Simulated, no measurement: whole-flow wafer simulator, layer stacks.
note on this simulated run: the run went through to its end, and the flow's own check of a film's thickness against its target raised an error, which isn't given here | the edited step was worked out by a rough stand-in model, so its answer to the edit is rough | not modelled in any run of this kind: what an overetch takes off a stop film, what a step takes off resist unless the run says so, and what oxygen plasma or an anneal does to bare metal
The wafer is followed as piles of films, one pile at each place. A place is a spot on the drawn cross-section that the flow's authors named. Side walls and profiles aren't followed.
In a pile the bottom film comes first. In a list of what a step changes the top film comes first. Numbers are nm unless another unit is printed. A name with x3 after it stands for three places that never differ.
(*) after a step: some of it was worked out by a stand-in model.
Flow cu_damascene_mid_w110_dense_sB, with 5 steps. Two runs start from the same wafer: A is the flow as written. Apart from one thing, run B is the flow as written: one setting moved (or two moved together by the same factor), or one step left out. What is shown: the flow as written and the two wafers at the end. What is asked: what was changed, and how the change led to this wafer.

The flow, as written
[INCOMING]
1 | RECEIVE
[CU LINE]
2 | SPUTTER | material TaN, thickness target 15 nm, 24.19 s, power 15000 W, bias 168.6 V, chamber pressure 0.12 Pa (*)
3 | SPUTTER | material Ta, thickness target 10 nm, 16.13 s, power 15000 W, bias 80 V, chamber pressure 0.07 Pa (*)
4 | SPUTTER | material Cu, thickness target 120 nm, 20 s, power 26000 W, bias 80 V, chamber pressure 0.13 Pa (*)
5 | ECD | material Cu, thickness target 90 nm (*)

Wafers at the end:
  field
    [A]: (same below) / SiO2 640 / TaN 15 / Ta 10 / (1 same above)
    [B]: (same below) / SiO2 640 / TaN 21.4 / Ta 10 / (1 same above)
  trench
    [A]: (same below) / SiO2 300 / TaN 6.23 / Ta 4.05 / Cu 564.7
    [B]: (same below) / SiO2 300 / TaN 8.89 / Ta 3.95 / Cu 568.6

Cause: step 2, SPUTTER: thickness target 21.4 nm was run, while the flow as written has thickness target 15 nm; step 2, SPUTTER: 34.47 s was run, where the flow has 24.19 s.
The wafer itself shows it: field has TaN 21.4, and step 2 as written asks for 15 nm.

How this came from the change, step by step:
  2 | SPUTTER | material TaN, thickness target 15 nm, 24.19 s, power 15000 W, bias 168.6 V, chamber pressure 0.12 Pa (*)
      field: A +15 TaN (new film) | B +21.4 TaN (new film)
      trench: A +6.23 TaN (new film) | B +8.89 TaN (new film)
